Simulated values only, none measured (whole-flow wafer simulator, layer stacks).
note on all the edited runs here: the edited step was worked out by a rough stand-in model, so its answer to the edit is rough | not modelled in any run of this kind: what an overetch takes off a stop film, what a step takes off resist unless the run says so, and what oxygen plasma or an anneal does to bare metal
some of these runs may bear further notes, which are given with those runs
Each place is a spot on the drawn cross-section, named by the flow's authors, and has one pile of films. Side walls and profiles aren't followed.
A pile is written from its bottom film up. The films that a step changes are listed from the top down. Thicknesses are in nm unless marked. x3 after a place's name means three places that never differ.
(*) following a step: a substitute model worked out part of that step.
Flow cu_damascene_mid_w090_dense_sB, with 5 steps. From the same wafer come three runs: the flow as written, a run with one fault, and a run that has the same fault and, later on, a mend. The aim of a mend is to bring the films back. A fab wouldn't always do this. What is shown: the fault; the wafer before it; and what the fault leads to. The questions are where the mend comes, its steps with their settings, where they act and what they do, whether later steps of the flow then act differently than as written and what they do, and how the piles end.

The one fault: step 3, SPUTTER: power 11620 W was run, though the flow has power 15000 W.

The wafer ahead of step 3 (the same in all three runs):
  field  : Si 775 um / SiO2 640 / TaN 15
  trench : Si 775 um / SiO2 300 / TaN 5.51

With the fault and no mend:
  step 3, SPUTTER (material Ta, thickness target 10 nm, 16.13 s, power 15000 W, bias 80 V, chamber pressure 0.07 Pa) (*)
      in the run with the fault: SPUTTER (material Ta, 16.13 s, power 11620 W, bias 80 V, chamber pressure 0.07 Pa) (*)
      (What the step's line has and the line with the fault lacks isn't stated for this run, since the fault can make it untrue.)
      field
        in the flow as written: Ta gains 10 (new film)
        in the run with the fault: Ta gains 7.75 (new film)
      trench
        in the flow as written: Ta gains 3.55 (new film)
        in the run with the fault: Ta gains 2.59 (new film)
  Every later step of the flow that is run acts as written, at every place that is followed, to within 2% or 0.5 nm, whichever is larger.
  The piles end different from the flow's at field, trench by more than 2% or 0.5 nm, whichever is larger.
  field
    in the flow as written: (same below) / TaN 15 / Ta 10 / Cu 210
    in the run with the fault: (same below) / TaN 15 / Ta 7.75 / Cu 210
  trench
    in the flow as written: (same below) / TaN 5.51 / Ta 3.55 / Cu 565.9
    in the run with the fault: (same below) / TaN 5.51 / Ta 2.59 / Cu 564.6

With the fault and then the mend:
  The mend follows step 3.
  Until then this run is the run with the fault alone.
  step 3a, SPUTTER (material Ta, thickness target 2.3 nm, 3.712 s, power 15000 W, bias 80 V, chamber pressure 0.07 Pa) (*) (a further turn of the flow's step 3, with different settings)
      field
        Ta gains 2.3
      trench
        Ta gains 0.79
  Every later step of the flow that is run acts as written, at every place that is followed, to within 2% or 0.5 nm, whichever is larger.
  When the end is reached, the piles differ only a little from the flow's at the places that both follow, at most by 2% or 0.5 nm, whichever is larger.
